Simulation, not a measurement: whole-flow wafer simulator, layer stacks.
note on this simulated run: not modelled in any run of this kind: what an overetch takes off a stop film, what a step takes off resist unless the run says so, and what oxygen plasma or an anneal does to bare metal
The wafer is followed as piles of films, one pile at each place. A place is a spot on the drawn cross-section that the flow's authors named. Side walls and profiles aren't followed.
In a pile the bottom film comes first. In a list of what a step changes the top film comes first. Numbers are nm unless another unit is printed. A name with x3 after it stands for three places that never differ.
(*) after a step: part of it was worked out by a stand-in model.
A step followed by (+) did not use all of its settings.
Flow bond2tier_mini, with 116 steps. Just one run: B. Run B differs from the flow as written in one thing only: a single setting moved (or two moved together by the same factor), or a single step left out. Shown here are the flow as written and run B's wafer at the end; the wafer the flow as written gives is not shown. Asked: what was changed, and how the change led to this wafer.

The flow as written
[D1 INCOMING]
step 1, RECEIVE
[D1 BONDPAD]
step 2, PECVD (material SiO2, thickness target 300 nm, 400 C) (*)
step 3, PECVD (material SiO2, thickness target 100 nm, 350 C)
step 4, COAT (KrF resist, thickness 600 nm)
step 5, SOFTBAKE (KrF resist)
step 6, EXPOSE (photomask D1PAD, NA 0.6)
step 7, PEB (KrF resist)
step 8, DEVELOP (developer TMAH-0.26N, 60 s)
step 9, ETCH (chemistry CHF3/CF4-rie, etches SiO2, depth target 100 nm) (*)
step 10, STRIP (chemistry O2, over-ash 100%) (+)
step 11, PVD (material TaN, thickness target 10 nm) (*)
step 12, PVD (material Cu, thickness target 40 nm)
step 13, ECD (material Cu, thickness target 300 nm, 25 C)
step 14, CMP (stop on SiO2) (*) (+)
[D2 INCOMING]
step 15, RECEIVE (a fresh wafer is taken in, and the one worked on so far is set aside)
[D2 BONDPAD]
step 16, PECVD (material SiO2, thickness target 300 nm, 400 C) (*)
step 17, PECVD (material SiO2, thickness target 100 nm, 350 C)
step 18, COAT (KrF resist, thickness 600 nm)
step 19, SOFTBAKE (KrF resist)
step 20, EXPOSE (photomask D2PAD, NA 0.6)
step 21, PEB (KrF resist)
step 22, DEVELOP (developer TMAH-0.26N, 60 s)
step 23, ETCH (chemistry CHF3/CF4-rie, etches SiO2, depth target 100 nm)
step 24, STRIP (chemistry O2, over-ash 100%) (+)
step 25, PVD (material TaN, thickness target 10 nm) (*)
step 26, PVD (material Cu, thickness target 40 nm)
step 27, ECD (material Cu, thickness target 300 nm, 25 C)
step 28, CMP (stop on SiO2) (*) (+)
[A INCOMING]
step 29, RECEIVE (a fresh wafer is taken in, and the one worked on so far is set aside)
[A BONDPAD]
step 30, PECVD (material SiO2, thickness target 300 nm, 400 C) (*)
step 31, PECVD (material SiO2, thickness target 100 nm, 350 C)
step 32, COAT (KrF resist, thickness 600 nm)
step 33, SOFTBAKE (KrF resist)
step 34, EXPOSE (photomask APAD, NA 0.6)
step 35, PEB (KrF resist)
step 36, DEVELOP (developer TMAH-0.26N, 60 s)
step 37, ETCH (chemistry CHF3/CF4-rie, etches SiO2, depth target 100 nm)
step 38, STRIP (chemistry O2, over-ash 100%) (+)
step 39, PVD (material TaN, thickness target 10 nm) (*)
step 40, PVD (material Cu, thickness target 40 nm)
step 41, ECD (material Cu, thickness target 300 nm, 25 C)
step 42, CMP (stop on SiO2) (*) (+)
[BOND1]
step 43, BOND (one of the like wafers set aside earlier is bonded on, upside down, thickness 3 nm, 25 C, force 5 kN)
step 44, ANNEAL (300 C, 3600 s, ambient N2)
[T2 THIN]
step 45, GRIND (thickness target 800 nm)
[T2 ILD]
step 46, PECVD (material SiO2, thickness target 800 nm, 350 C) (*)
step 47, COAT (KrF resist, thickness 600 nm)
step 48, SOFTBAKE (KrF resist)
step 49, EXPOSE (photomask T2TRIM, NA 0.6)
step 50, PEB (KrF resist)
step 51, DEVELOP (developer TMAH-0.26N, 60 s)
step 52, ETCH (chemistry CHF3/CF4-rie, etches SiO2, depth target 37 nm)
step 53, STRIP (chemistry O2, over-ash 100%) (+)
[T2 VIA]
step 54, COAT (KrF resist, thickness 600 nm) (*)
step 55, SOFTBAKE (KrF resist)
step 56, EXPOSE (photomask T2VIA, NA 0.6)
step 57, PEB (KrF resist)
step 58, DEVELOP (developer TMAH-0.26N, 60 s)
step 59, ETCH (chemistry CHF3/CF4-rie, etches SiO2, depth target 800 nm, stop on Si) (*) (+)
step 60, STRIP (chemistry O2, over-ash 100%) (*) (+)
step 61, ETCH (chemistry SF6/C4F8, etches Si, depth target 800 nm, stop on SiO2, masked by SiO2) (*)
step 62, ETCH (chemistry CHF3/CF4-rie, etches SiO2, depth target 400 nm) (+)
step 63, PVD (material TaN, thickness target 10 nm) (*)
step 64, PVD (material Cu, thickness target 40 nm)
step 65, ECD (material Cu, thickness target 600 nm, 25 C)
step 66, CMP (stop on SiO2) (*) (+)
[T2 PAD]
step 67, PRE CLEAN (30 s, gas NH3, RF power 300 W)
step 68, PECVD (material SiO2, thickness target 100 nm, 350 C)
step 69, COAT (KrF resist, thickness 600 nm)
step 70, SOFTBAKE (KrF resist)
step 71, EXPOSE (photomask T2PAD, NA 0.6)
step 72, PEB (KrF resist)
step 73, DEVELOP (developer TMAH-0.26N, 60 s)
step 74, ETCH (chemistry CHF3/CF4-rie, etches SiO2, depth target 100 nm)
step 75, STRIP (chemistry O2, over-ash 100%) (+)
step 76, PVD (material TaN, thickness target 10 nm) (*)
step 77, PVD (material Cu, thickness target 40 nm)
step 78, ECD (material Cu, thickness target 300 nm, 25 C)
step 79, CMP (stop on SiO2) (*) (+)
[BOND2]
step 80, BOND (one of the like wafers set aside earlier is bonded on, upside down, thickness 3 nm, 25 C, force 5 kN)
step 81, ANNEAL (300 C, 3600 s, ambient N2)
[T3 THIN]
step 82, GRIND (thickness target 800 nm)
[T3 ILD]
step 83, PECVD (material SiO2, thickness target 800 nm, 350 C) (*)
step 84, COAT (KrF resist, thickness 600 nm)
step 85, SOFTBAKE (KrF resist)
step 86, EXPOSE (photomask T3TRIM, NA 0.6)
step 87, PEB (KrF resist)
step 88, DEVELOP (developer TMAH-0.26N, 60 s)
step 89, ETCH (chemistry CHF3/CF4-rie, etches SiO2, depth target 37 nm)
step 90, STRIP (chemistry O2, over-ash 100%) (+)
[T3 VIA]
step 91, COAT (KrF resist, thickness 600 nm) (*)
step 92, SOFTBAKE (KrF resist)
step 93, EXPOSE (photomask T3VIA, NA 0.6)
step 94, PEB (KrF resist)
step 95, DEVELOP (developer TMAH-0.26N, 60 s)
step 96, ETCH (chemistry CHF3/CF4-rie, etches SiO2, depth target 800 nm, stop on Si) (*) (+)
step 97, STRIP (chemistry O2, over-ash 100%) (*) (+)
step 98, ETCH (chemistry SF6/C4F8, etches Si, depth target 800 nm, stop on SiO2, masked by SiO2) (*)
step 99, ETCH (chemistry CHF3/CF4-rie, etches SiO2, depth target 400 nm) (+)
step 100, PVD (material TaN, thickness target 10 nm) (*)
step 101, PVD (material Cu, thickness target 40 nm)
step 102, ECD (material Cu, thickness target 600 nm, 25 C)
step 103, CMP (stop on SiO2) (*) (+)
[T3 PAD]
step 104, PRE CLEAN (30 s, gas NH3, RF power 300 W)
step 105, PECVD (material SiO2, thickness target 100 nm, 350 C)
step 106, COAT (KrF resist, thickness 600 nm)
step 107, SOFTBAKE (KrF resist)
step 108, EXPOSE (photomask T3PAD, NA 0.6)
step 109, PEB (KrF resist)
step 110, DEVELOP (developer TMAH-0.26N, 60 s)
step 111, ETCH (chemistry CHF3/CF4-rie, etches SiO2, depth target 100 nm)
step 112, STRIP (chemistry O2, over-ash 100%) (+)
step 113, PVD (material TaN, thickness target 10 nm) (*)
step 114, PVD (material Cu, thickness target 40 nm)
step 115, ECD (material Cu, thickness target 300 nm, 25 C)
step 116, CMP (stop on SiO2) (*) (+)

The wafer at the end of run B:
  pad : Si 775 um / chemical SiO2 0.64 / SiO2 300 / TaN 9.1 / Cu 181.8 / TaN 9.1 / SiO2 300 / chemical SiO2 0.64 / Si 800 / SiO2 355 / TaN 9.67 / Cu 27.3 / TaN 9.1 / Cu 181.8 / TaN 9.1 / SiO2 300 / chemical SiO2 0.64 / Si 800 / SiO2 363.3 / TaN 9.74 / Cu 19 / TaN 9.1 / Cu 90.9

The reason: step 89, ETCH: depth target 28.7 nm was run, though the flow has depth target 37 nm.

How this came from the change, step by step:
  step 89, ETCH (chemistry CHF3/CF4-rie, etches SiO2, depth target 37 nm)
      field: -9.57 KrF resist (as written it would have been: -12.3 KrF resist)
      pad: -28.7 SiO2 (as written it would have been: -37 SiO2)
